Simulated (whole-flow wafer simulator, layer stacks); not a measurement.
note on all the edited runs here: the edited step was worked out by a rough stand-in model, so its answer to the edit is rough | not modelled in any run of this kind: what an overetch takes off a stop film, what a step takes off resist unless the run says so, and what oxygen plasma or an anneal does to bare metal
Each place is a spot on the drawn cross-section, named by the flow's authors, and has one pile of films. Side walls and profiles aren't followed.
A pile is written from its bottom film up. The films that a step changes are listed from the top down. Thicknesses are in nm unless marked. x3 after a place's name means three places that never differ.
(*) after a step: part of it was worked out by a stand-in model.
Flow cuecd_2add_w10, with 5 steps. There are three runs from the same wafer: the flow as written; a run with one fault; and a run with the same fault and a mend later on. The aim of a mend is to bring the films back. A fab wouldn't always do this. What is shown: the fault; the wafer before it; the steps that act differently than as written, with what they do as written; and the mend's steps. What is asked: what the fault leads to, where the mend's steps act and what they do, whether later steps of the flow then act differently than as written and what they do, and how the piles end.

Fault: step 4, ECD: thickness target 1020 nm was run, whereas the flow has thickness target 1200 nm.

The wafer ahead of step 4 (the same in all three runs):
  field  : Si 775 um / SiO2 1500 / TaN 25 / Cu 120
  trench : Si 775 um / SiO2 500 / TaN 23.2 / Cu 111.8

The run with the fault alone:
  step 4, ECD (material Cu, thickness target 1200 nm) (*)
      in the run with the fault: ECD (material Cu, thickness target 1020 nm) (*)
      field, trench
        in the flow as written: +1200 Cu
        in the run with the fault: +1020 Cu
  Later steps of the flow that are run all act as written at every place that is followed.
  At field, trench, the piles at the end differ from the flow's by more than 2% or 0.5 nm, whichever is larger.
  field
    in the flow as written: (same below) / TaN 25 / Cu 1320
    in the run with the fault: (same below) / TaN 25 / Cu 1140
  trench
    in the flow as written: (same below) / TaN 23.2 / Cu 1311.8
    in the run with the fault: (same below) / TaN 23.2 / Cu 1131.8

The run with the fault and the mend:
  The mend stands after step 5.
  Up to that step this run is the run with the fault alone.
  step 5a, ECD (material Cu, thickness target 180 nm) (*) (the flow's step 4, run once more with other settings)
      field, trench
        +180 Cu
  Later steps of the flow that are run all act as written at every place that is followed.
  The piles end the same as the flow's at every place that both follow.
